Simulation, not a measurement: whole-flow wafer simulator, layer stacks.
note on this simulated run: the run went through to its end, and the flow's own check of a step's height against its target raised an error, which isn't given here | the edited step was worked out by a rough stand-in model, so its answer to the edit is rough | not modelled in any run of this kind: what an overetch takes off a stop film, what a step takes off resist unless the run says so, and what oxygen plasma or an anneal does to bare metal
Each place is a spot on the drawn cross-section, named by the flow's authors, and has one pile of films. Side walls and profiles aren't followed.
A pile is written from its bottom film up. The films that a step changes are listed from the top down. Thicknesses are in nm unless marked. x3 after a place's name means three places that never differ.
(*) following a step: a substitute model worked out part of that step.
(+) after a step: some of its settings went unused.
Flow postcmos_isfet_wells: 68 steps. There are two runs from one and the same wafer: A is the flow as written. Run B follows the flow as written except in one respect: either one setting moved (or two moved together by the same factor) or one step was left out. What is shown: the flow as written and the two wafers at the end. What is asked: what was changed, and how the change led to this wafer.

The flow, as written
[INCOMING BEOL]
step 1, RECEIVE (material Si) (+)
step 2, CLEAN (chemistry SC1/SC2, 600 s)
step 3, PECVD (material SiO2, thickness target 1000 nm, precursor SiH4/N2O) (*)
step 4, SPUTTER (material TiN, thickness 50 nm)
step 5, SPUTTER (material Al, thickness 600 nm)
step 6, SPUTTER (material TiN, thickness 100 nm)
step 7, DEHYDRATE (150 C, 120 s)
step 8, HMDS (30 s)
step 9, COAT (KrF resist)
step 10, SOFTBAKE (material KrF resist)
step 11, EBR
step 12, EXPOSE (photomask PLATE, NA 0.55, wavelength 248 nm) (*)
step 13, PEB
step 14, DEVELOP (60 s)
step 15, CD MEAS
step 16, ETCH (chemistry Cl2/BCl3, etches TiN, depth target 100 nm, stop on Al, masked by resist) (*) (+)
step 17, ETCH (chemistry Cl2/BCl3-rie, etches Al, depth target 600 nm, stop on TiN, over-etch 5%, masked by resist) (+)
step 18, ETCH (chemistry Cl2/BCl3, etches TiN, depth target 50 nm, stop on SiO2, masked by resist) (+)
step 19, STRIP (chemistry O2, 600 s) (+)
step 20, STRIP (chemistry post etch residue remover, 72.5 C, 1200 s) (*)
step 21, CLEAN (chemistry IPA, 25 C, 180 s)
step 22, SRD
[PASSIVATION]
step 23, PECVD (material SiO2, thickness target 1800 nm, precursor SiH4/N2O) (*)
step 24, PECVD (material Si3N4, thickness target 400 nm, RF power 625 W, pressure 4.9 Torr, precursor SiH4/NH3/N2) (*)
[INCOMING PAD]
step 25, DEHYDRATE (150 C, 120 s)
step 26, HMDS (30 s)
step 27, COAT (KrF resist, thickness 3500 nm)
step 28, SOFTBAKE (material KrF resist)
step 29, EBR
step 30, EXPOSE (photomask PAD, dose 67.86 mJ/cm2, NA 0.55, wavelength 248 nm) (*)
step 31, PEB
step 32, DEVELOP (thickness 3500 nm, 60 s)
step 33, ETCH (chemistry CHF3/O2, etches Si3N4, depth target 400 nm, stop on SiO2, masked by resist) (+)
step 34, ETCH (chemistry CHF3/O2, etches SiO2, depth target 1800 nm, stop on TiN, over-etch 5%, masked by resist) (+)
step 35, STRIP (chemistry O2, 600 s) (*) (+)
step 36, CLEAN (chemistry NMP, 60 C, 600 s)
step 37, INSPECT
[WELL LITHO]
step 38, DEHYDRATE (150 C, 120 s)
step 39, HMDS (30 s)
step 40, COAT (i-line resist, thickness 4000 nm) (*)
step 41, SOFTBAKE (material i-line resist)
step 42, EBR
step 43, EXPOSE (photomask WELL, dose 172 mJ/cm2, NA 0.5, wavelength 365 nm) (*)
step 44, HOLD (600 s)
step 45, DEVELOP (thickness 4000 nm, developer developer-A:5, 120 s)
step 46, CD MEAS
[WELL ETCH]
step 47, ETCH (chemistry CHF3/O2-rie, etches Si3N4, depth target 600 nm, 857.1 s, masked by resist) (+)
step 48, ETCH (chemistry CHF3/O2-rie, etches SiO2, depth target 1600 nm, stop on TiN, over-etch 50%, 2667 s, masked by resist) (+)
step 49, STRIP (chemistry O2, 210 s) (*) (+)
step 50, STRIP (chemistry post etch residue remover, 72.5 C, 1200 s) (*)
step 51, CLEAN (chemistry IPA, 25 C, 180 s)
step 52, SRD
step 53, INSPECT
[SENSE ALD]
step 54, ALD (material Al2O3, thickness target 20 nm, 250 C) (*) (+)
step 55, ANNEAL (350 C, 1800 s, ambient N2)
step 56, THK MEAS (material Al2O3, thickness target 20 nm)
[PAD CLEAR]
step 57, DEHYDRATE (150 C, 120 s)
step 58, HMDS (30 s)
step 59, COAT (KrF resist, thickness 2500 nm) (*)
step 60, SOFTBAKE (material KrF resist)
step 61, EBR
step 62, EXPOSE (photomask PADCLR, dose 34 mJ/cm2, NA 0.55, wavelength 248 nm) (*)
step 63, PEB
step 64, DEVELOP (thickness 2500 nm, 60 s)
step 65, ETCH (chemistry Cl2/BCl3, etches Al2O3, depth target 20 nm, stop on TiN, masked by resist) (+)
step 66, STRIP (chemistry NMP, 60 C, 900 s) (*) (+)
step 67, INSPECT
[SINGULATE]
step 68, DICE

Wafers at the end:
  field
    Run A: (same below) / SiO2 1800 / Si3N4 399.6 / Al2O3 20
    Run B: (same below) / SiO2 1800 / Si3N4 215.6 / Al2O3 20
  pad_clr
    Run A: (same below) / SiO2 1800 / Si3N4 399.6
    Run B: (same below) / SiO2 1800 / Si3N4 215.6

What caused this: step 24, PECVD: thickness target 216 nm was run, whereas the flow has thickness target 400 nm.

Step by step, how the change led to this:
  step 24, PECVD (material Si3N4, thickness target 400 nm, RF power 625 W, pressure 4.9 Torr, precursor SiH4/NH3/N2) (*)
      field, margin, well900, well1300 x3, pad_rim, pad_clr, pad_open: A Si3N4 gains 400 (new film) | B Si3N4 gains 216 (new film)
  step 33, ETCH (chemistry CHF3/O2, etches Si3N4, depth target 400 nm, stop on SiO2, masked by resist) (+)
      field, margin, well900, well1300 x3, pad_rim, pad_clr: A KrF resist loses 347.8 | B KrF resist loses 281.7
      pad_open: A Si3N4 loses 400 (all of it) | B Si3N4 loses 216 (all of it)
  step 35, STRIP (chemistry O2, 600 s) (*) (+)
      field, margin, well900, well1300 x3, pad_rim, pad_clr: A KrF resist loses 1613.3 (all of it) | B KrF resist loses 1679.4 (all of it)
  step 41, SOFTBAKE (material i-line resist)
      pad_clr: A i-line resist loses 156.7 | B i-line resist loses 138.4
      pad_open: A i-line resist gains 115.3 | B i-line resist gains 107.1
  step 47, ETCH (chemistry CHF3/O2-rie, etches Si3N4, depth target 600 nm, 857.1 s, masked by resist) (+)
      well900, well1300 x3: A Si3N4 loses 400 (all of it), SiO2 loses 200 | B Si3N4 loses 216 (all of it), SiO2 loses 384
  step 48, ETCH (chemistry CHF3/O2-rie, etches SiO2, depth target 1600 nm, stop on TiN, over-etch 50%, 2667 s, masked by resist) (+)
      well900, well1300 x3: A SiO2 loses 1600 (all of it) | B SiO2 loses 1416 (all of it)
  step 49, STRIP (chemistry O2, 210 s) (*) (+)
      pad_clr: A i-line resist loses 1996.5 (all of it) | B i-line resist loses 2072.3 (all of it)
  step 59, COAT (KrF resist, thickness 2500 nm) (*)
      field: A KrF resist gains 1449 (new film) | B KrF resist gains 1536.9 (new film)
      margin: A KrF resist gains 1448.9 (new film) | B KrF resist gains 1536.8 (new film)
      (as well as at 2 more places)
  step 63, PEB
      field, margin: A KrF resist loses 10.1 | B KrF resist loses 10.7
  step 64, DEVELOP (thickness 2500 nm, 60 s)
      pad_clr: A KrF resist loses 1676 (all of it) | B KrF resist loses 1737.5 (all of it)
  step 66, STRIP (chemistry NMP, 60 C, 900 s) (*) (+)
      field: A KrF resist loses 1400.1 (all of it) | B KrF resist loses 1487.4 (all of it)
      margin: A KrF resist loses 1400.1 (all of it) | B KrF resist loses 1487.3 (all of it)
      (as well as at 1 more place)
